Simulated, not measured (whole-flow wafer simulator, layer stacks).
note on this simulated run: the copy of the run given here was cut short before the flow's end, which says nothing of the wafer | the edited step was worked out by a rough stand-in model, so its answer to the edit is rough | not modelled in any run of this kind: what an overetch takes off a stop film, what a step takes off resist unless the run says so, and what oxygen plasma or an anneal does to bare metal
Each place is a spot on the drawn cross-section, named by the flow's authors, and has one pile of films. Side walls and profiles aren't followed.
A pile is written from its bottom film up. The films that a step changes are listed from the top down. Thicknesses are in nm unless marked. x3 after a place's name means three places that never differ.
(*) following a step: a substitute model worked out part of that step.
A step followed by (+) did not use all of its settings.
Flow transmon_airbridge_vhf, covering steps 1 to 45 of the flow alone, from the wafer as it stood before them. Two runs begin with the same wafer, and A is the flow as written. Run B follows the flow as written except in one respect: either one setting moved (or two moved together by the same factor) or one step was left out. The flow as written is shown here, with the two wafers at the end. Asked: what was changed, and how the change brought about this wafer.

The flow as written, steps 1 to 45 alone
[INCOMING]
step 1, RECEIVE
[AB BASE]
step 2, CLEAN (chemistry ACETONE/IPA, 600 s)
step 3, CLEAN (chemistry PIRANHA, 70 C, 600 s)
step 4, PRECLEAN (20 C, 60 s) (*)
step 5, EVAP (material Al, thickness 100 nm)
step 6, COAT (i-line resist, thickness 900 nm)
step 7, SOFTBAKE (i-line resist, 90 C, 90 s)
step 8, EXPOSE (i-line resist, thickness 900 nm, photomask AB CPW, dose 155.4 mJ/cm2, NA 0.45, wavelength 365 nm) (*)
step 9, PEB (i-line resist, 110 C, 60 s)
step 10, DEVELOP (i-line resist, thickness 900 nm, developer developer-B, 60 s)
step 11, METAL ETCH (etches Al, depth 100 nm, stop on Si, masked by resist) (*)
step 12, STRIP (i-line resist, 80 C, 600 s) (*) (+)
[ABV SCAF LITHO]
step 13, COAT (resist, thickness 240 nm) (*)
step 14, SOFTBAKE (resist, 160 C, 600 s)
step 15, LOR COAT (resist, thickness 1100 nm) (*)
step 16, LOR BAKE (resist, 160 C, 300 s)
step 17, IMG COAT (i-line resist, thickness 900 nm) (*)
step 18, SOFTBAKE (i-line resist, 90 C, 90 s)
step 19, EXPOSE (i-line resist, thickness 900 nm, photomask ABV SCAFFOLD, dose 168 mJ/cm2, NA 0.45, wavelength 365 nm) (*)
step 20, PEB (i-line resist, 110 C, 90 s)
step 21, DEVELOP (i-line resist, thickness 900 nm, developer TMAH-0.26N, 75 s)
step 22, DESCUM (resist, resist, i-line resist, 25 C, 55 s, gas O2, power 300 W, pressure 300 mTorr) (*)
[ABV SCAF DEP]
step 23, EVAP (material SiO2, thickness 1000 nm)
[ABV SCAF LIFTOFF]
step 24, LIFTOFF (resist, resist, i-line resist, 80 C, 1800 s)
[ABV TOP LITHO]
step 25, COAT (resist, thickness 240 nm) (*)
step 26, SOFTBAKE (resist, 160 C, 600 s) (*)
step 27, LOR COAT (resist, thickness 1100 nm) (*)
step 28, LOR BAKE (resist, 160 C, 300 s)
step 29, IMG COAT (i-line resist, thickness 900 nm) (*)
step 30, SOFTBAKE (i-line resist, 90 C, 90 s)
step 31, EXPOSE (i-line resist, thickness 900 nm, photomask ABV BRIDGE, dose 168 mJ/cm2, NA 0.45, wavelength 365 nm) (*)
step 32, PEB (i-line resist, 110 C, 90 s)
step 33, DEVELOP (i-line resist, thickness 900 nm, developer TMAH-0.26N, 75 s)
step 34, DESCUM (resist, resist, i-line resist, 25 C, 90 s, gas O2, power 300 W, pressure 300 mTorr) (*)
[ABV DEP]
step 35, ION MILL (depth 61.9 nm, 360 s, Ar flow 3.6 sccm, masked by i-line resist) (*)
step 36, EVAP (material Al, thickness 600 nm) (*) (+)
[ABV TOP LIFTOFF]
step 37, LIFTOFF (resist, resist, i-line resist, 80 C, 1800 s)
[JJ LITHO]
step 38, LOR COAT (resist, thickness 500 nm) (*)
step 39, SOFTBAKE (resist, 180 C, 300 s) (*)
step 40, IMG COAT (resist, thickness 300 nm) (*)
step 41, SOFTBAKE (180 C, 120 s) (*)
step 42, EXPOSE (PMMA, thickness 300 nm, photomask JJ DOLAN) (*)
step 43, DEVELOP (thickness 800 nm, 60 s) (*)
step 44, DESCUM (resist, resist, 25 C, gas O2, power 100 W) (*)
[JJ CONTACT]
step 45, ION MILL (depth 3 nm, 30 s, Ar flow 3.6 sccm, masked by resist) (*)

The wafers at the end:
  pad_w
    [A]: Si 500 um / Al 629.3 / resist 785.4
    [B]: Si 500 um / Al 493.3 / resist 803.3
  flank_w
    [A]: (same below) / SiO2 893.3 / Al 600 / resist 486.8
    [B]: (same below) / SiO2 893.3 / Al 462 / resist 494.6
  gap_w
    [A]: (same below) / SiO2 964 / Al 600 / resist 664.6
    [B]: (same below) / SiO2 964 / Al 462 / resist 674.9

Cause: step 36, EVAP: thickness 462 nm was run, though the flow has thickness 600 nm.
The wafer itself shows it: flank_w has Al 462, and step 36 as written asks for 600 nm.

How this came from the change, step by step:
  step 36, EVAP (material Al, thickness 600 nm) (*) (+)
      field x3, jj_line, ground_far and 10 more: A +600 Al (new film) | B +462 Al (new film)
      pad_w, pad_e: A +591.2 Al | B +455.2 Al
  step 37, LIFTOFF (resist, resist, i-line resist, 80 C, 1800 s)
      field x3, jj_line, trace_open_s x2: A -600 Al (all of it), -600 i-line resist (all of it), -1340 resist (all of it) | B -462 Al (all of it), -600 i-line resist (all of it), -1340 resist (all of it)
      margin_s, margin_n: A -600 Al (all of it), -318.3 i-line resist (all of it), -992 resist (all of it) | B -462 Al (all of it), -318.3 i-line resist (all of it), -992 resist (all of it)
      (also at 1 further place)
  step 38, LOR COAT (resist, thickness 500 nm) (*)
      pad_w, pad_e: A +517 resist (new film) | B +529 resist (new film)
      margin_s, margin_n: A +445.3 resist (new film) | B +433.5 resist (new film)
      (also at 1 further place)
  step 40, IMG COAT (resist, thickness 300 nm) (*)
      flank_w, flank_e: A +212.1 resist | B +216.7 resist
      bridge_strip: A +197.1 resist | B +205.5 resist
